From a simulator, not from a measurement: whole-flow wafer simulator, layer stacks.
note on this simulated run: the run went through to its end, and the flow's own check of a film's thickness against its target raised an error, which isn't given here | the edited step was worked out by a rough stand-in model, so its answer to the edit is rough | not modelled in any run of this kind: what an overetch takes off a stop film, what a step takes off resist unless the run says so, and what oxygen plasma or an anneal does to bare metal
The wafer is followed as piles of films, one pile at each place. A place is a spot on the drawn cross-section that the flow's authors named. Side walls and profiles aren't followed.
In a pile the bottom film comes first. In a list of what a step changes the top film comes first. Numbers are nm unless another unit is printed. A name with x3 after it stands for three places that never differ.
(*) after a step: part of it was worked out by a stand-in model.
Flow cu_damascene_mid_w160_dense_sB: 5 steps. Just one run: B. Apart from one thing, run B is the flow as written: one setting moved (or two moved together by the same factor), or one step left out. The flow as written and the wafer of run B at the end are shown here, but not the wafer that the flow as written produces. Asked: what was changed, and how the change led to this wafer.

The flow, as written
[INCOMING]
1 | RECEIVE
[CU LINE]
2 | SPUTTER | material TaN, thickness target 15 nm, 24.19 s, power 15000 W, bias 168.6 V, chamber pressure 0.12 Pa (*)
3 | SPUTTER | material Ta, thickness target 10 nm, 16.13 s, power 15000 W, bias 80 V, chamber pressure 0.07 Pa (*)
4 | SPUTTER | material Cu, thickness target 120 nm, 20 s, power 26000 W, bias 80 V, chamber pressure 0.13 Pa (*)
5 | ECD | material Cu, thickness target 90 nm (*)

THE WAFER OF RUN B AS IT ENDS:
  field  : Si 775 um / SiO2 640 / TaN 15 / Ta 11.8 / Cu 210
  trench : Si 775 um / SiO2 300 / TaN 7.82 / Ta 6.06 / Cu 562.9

Cause: step 3, SPUTTER: thickness target 11.8 nm was run, whereas the flow has thickness target 10 nm; step 3, SPUTTER: 18.95 s was run, where the flow has 16.13 s.
One can read it off the wafer: field has Ta 11.8, and step 3 as written asks for 10 nm.

How this came from the change, step by step:
  3 | SPUTTER | material Ta, thickness target 10 nm, 16.13 s, power 15000 W, bias 80 V, chamber pressure 0.07 Pa (*)
      field: Ta gains 11.8 (new film) (in the flow as written it would be: Ta gains 10 (new film))
      trench: Ta gains 6.06 (new film) (in the flow as written it would be: Ta gains 5.14 (new film))
